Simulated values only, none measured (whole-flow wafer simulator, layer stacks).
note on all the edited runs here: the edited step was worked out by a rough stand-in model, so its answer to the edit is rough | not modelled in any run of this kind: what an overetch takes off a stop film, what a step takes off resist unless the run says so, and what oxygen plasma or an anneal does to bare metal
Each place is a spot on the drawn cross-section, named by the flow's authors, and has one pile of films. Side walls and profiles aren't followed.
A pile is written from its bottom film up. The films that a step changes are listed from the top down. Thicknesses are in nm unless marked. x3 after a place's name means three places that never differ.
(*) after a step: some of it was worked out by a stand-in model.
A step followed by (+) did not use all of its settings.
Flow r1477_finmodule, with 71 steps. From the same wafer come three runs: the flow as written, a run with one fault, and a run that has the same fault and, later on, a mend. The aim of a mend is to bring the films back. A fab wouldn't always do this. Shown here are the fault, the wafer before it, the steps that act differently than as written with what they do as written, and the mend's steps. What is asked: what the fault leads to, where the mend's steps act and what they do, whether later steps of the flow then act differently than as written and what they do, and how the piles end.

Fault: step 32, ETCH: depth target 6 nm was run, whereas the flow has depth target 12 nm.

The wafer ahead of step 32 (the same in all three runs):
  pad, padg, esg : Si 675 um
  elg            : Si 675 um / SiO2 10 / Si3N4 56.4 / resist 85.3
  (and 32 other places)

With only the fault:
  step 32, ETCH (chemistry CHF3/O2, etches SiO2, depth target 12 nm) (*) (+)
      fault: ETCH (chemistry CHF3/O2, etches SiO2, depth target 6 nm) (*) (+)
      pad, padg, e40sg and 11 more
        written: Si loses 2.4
        fault: Si loses 1.2
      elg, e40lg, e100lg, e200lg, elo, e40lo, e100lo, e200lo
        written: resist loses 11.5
        fault: resist loses 5.75
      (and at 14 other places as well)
  Steps later in the flow that act otherwise than as written (not shown: 1 more step that differs only slightly, by at most 2% or 0.5 nm, whichever is larger):
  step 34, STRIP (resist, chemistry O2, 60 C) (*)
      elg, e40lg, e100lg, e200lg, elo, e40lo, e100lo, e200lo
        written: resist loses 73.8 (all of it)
        fault: resist loses 79.5 (all of it)
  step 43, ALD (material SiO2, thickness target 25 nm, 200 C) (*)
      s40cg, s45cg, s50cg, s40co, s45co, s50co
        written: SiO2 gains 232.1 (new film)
        fault: SiO2 gains 236.9 (new film)
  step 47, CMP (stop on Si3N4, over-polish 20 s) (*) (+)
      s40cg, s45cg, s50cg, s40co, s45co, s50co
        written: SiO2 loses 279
        fault: SiO2 loses 285
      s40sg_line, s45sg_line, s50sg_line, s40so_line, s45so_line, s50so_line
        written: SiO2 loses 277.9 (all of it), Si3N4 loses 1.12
        fault: SiO2 loses 283.9 (all of it), Si3N4 loses 1.12
  When the end is reached, the piles differ only a little from the flow's at the places that both follow, at most by 2% or 0.5 nm, whichever is larger.

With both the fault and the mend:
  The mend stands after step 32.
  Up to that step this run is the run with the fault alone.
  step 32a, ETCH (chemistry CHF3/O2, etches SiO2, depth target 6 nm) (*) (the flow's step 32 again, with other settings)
      pad, padg, e40sg and 11 more
        Si loses 1.2
      elg, e40lg, e100lg, e200lg, elo, e40lo, e100lo, e200lo
        resist loses 5.75
      s40sg_line, s45sg_line, s50sg_line, s40so_line, s45so_line, s50so_line
        SiO2 loses 6
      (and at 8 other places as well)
  None of the later steps of the flow differs from how it acts as written, at any place that is followed, by more than 2% or 0.5 nm, whichever is larger.
  When the end is reached, the piles differ only a little from the flow's at the places that both follow, at most by 2% or 0.5 nm, whichever is larger.
